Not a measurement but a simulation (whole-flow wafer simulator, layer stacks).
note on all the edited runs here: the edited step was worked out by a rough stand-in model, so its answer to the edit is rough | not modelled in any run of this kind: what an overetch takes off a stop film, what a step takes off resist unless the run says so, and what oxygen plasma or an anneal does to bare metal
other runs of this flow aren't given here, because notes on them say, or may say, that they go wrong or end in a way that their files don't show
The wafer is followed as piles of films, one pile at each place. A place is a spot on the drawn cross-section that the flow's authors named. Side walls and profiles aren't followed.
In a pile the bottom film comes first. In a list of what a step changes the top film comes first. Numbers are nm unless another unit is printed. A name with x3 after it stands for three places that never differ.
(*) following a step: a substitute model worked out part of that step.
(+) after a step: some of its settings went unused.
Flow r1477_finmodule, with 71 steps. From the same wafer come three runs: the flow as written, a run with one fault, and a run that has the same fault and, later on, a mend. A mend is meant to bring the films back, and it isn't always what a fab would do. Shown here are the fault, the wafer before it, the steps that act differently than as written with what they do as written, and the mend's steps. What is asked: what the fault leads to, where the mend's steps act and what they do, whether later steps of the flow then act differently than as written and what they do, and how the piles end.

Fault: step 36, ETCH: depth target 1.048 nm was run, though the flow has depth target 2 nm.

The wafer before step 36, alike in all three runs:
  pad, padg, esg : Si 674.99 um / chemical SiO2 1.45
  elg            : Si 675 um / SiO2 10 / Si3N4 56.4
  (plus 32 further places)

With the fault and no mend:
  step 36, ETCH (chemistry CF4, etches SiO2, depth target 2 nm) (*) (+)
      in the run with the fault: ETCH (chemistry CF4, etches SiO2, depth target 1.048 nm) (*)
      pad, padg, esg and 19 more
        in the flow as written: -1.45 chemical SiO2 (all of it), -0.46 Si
        in the run with the fault: -1.05 chemical SiO2
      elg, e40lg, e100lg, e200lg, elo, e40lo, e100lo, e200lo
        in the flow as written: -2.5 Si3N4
        in the run with the fault: -1.31 Si3N4
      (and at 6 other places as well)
  Steps further on in the flow that do not act as written (9 other steps are not shown; they differ only slightly, by no more than 2% or 0.5 nm, whichever is larger):
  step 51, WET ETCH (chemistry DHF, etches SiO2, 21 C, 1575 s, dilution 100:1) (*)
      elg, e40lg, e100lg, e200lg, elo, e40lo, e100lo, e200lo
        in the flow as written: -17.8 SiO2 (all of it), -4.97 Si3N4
        in the run with the fault: -16.7 SiO2 (all of it), -5.07 Si3N4
  The piles end different from the flow's at elg, e40lg, e100lg, e200lg, elo, e40lo, e100lo, e200lo by more than 2% or 0.5 nm, whichever is larger.
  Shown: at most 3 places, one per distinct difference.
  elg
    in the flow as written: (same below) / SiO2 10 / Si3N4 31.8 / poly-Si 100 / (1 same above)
    in the run with the fault: (same below) / SiO2 10 / Si3N4 32.9 / poly-Si 100 / (1 same above)
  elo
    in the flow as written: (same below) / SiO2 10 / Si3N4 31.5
    in the run with the fault: (same below) / SiO2 10 / Si3N4 32.6

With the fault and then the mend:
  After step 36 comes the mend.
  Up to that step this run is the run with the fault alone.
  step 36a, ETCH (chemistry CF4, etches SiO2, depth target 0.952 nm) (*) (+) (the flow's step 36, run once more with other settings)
      pad, padg, esg and 19 more
        -0.4 chemical SiO2 (all of it), -0.46 Si
      elg, e40lg, e100lg, e200lg, elo, e40lo, e100lo, e200lo
        -1.19 Si3N4
      s40sg_line, s45sg_line, s50sg_line, s40so_line, s45so_line, s50so_line
        -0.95 SiO2
  None of the later steps of the flow acts differently than as written at any place that is followed.
  The piles end the same as the flow's at every place that both follow.
